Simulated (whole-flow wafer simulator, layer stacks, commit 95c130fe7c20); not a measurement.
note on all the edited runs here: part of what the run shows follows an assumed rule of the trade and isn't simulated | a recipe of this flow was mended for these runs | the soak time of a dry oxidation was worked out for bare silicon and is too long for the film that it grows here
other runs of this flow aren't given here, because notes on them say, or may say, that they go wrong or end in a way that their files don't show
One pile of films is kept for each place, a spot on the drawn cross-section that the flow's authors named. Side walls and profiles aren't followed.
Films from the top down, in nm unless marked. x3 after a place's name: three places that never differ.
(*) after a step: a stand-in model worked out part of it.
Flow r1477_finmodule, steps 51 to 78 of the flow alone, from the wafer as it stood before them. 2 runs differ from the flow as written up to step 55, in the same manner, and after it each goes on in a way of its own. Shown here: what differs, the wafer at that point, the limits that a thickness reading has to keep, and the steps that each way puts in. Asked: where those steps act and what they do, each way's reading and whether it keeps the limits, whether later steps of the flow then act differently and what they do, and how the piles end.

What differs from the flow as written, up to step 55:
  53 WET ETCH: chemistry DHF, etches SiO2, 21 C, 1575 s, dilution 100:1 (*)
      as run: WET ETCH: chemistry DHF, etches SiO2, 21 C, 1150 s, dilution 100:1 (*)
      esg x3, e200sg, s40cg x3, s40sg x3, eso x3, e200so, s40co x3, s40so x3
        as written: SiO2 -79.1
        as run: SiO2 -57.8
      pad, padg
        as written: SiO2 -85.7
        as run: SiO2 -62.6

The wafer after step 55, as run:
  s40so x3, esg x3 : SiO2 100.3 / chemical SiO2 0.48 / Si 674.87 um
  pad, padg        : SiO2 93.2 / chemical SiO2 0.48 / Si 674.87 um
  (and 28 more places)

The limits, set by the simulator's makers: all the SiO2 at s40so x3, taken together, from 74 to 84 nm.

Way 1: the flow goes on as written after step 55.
  The reading after step 55: 100.3 nm, outside the limits.
  Later steps of the flow that act differently than as written (2 more steps differ only slightly, by at most 2% or 0.5 nm, whichever is larger, and aren't shown):
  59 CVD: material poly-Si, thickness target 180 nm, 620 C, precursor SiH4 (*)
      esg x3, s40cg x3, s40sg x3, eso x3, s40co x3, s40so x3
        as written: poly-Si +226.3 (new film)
        this way: poly-Si +205 (new film)
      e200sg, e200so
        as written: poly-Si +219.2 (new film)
        this way: poly-Si +197.9 (new film)
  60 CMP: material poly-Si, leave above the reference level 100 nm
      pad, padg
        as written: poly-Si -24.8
        this way: poly-Si -47.8
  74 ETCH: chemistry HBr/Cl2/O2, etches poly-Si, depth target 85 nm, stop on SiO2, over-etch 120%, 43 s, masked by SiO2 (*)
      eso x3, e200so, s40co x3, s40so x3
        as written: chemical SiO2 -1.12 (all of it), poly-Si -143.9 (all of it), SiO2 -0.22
        this way: chemical SiO2 -1.12 (all of it), poly-Si -122.6 (all of it), SiO2 -0.32
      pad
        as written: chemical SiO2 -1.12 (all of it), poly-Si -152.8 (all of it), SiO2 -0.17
        this way: chemical SiO2 -1.12 (all of it), poly-Si -129.7 (all of it), SiO2 -0.29
  At the end the piles differ from the flow's by more than 2% or 0.5 nm, whichever is larger, at pad, padg, esg x3 and 17 more.
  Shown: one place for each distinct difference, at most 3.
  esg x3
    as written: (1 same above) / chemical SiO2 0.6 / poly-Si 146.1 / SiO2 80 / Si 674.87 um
    this way: (1 same above) / chemical SiO2 0.6 / poly-Si 124.7 / SiO2 101.3 / Si 674.87 um
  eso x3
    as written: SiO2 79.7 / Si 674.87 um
    this way: SiO2 100.9 / Si 674.87 um
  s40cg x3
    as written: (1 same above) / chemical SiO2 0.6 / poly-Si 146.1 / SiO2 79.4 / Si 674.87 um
    this way: (1 same above) / chemical SiO2 0.6 / poly-Si 124.7 / SiO2 100.7 / Si 674.87 um

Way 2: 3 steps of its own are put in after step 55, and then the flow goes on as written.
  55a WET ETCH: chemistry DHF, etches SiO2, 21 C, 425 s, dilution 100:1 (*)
      esg x3, e200sg, s40cg x3, s40sg x3, eso x3, e200so, s40co x3, s40so x3
        SiO2 -21.3
      pad, padg
        SiO2 -23.1
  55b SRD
      changes no film at any place that is followed
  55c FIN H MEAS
      changes no film at any place that is followed
  The reading after step 55c: 79 nm, within the limits.
  No later step of the flow acts differently than as written at any place that is followed.
  At the end the piles are the same as the flow's at every place that both follow.

Within the limits: way 2. Outside them: way 1.
